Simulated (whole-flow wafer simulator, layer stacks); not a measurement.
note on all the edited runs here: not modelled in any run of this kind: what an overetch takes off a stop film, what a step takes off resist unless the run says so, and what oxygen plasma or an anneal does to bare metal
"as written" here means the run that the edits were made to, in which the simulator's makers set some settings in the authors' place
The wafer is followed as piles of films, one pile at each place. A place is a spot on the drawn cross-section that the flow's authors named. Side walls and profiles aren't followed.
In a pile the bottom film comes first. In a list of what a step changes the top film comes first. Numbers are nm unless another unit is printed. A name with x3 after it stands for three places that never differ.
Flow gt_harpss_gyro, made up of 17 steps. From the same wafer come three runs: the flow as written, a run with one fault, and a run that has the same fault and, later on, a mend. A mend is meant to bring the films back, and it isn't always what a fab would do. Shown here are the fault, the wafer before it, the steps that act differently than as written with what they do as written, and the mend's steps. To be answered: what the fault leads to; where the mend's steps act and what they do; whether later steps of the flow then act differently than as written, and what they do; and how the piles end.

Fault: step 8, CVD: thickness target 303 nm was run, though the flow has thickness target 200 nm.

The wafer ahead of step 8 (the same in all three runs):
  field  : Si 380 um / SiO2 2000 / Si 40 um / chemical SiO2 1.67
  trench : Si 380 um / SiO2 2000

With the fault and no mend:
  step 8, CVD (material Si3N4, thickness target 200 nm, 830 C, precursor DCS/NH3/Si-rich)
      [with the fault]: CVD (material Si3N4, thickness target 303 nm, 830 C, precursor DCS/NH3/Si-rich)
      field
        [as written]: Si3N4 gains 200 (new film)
        [with the fault]: Si3N4 gains 303 (new film)
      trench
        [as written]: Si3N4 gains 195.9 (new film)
        [with the fault]: Si3N4 gains 296.2 (new film)
  Every later step of the flow that is run acts as written at every place that is followed.
  The piles end different from the flow's at field, trench by more than 2% or 0.5 nm, whichever is larger.
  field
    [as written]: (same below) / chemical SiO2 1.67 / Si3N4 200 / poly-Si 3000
    [with the fault]: (same below) / chemical SiO2 1.67 / Si3N4 303 / poly-Si 3000
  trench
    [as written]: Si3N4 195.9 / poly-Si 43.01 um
    [with the fault]: Si3N4 296.2 / poly-Si 43.01 um

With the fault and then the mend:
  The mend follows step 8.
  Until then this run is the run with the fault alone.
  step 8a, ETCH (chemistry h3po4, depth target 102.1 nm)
      field, trench
        Si3N4 loses 102.1
  Every later step of the flow that is run acts as written at every place that is followed.
  When the end is reached, the piles differ only a little from the flow's at the places that both follow, at most by 2% or 0.5 nm, whichever is larger.
